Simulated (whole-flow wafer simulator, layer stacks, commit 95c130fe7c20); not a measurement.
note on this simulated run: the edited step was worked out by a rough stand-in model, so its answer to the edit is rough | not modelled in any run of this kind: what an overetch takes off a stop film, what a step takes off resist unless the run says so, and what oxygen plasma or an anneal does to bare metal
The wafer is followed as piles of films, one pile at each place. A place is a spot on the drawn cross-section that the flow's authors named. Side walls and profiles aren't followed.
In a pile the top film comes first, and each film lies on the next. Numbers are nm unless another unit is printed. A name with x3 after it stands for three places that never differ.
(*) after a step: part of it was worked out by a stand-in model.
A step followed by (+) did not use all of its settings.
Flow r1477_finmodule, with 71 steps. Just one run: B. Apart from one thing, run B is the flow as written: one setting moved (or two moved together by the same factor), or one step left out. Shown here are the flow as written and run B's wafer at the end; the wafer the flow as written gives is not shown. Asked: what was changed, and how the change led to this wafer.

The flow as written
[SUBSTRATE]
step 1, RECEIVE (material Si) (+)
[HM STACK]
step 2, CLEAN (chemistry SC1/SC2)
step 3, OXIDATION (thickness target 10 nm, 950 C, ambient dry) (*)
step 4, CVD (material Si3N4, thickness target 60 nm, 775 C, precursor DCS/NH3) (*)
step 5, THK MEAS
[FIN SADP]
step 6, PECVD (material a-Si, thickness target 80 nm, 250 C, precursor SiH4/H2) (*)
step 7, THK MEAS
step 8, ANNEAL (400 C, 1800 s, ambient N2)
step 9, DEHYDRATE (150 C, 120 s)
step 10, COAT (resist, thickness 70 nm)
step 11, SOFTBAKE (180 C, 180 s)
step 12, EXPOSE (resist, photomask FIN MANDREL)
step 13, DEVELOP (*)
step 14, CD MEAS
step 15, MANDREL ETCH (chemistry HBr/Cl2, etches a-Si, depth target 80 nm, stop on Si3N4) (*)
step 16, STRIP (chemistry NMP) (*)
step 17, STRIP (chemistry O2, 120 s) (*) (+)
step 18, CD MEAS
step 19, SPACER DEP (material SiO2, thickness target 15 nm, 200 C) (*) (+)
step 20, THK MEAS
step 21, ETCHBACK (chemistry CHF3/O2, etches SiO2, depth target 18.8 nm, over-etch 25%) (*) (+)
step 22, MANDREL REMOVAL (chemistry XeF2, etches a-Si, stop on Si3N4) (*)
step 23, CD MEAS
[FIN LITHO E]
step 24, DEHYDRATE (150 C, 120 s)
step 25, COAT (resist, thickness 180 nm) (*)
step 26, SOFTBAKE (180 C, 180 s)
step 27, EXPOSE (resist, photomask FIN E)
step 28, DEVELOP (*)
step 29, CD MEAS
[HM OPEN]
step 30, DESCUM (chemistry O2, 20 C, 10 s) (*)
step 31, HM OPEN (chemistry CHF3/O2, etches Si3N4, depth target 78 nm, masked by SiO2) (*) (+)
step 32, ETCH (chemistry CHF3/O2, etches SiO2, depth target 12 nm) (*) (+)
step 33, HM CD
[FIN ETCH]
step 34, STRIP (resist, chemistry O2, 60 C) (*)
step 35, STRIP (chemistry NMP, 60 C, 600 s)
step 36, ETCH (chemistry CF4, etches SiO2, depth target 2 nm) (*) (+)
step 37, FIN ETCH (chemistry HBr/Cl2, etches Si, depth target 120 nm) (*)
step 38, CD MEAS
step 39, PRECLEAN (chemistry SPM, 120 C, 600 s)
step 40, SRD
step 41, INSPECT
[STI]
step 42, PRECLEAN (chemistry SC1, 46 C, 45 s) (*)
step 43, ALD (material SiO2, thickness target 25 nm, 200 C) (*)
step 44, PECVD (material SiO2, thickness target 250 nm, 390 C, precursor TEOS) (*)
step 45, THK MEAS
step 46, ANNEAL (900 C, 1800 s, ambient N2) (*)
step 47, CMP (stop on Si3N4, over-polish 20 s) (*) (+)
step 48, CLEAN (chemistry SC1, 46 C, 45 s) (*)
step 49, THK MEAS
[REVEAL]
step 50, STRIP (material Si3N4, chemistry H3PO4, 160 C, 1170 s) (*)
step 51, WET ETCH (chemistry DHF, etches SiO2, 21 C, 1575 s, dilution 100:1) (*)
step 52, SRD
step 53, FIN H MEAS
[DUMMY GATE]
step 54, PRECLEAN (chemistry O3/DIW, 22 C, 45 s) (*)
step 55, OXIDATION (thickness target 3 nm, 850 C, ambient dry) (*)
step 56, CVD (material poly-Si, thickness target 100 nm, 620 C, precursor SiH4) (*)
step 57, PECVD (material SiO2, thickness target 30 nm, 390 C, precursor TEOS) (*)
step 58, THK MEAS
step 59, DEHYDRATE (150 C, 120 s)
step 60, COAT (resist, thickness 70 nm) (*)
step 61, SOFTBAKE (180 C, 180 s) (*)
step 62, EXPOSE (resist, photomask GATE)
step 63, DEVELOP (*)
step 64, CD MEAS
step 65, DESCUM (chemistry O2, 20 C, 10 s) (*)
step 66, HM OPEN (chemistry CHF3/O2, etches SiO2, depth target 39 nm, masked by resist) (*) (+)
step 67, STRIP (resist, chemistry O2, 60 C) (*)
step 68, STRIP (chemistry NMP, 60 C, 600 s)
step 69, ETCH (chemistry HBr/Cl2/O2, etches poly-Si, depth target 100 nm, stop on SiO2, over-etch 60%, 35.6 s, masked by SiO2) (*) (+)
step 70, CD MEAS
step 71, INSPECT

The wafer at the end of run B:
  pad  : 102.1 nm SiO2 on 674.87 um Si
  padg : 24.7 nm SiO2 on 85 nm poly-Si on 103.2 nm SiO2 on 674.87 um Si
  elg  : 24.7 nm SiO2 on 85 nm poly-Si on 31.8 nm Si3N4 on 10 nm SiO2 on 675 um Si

Cause: step 56, CVD: thickness target 85 nm was run, while the flow as written has thickness target 100 nm.
One can read it off the wafer: padg has poly-Si 85, and step 56 as written asks for 100 nm.

The path from the change to this, step by step:
  step 56, CVD (material poly-Si, thickness target 100 nm, 620 C, precursor SiH4) (*)
      pad, padg, elg and 26 more: +85 poly-Si (new film) (as written it would have been: +100 poly-Si (new film))
      s40cg, s40co: +98.6 poly-Si (new film) (as written it would have been: +113.9 poly-Si (new film))
      (as well as at 5 more places)
  step 69, ETCH (chemistry HBr/Cl2/O2, etches poly-Si, depth target 100 nm, stop on SiO2, over-etch 60%, 35.6 s, masked by SiO2) (*) (+)
      pad, eso, e40so and 8 more: -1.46 chemical SiO2 (all of it), -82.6 poly-Si (all of it), -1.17 SiO2 (as written it would have been: -1.46 chemical SiO2 (all of it), -97.6 poly-Si (all of it), -0.42 SiO2)
      elo, e40lo, e100lo, e200lo: -1.46 chemical SiO2 (all of it), -82.6 poly-Si (all of it), -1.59 Si3N4 (as written it would have been: -1.46 chemical SiO2 (all of it), -97.6 poly-Si (all of it), -0.22 Si3N4)
      (as well as at 3 more places)
